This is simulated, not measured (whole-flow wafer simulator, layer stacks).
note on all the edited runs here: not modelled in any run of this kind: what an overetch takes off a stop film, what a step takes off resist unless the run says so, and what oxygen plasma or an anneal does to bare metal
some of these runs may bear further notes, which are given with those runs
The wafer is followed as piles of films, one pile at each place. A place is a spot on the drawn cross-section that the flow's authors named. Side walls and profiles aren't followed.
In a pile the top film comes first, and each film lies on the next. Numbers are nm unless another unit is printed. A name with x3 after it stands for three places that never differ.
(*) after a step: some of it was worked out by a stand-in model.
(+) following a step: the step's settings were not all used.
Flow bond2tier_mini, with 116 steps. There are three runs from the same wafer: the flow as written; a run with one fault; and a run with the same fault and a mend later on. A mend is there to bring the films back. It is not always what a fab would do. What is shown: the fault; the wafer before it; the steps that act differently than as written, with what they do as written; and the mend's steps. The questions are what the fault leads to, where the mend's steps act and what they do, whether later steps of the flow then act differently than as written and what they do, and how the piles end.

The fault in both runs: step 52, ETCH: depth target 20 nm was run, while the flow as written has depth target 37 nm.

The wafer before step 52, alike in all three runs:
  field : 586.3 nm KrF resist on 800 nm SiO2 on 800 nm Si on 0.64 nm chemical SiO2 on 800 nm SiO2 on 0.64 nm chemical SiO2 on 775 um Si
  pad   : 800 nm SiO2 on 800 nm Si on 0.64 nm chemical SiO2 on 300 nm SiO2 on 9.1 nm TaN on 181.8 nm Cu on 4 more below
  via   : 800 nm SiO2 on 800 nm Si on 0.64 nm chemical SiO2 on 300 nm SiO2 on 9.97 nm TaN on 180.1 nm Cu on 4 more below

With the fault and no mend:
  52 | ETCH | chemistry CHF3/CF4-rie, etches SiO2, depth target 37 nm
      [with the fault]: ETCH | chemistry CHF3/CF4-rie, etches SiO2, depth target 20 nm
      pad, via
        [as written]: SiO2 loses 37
        [with the fault]: SiO2 loses 20
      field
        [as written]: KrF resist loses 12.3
        [with the fault]: KrF resist loses 6.67
  Later steps of the flow acting differently than as written (5 more steps, not shown, differ only slightly: by at most 2% or 0.5 nm, whichever is larger):
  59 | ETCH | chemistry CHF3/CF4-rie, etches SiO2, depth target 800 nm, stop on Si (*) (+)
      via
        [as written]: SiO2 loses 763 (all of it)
        [with the fault]: SiO2 loses 780 (all of it)
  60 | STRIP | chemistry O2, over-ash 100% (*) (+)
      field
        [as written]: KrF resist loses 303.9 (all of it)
        [with the fault]: KrF resist loses 311.1 (all of it)
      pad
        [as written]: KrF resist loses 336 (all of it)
        [with the fault]: KrF resist loses 328.4 (all of it)
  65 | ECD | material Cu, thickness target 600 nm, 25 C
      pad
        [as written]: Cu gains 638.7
        [with the fault]: Cu gains 620.9
  By the end, the piles at pad depart from the flow's by more than 2% or 0.5 nm, whichever is larger.
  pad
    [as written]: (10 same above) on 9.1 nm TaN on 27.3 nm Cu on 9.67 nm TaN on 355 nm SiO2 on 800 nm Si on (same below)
    [with the fault]: (10 same above) on 9.1 nm TaN on 10.2 nm Cu on 9.82 nm TaN on 372 nm SiO2 on 800 nm Si on (same below)

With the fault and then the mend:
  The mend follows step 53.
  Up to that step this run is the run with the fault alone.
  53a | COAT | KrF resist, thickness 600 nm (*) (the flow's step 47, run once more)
      field
        KrF resist gains 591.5 (new film)
      pad
        KrF resist gains 608.8 (new film)
      via
        KrF resist gains 607.8 (new film)
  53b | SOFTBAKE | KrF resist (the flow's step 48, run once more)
      leaves every film unchanged at each place that is followed
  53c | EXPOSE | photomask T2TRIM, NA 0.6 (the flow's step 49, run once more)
      leaves every film unchanged at each place that is followed
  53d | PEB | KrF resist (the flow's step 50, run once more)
      leaves every film unchanged at each place that is followed
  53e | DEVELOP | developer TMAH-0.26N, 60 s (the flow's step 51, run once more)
      field
        KrF resist loses 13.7
      pad
        KrF resist loses 608.8 (all of it)
      via
        KrF resist loses 607.8 (all of it)
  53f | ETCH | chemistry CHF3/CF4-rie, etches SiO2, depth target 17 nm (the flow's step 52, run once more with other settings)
      pad, via
        SiO2 loses 17
      field
        KrF resist loses 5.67
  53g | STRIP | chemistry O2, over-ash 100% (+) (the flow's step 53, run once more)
      field
        KrF resist loses 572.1 (all of it)
  None of the later steps of the flow acts differently than as written at any place that is followed.
  The piles end the same as the flow's at every place that both follow.
